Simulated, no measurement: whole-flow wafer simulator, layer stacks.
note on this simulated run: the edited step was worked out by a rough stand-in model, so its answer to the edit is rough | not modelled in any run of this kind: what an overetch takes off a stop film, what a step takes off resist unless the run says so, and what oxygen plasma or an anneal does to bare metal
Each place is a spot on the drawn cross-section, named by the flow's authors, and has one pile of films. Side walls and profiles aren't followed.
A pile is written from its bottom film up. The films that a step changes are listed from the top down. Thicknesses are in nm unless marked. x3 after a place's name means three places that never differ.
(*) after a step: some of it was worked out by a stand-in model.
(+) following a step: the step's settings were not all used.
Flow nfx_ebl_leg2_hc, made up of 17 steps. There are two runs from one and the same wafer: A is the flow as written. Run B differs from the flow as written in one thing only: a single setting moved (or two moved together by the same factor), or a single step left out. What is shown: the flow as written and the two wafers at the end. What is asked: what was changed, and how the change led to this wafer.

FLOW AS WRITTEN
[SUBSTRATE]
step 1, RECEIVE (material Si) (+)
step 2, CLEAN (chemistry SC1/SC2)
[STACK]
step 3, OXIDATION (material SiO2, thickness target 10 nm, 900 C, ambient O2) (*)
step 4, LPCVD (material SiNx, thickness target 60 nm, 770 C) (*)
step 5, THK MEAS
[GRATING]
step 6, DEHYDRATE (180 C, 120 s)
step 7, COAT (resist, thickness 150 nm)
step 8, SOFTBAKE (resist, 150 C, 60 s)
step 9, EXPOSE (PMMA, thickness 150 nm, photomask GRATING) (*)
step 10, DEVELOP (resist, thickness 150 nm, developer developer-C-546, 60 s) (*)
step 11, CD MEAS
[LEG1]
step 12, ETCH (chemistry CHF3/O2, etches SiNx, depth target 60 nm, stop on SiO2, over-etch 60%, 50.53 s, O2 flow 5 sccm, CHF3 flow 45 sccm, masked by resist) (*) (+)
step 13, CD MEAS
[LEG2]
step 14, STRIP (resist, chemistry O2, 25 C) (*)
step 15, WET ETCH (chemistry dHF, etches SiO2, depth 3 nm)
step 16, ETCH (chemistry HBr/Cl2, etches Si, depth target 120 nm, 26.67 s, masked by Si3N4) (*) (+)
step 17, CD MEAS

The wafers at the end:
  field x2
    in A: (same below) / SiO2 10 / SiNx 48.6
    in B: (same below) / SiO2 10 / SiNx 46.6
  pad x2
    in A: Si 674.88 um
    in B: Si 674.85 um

The reason: step 16, ETCH: depth target 141 nm was run, though the flow has depth target 120 nm; step 16, ETCH: 31.33 s was run, where the flow has 26.67 s.

Step by step, how the change led to this:
  step 16, ETCH (chemistry HBr/Cl2, etches Si, depth target 120 nm, 26.67 s, masked by Si3N4) (*) (+)
      field x2: A SiNx loses 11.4 | B SiNx loses 13.4
      pad x2: A Si loses 120 | B Si loses 141
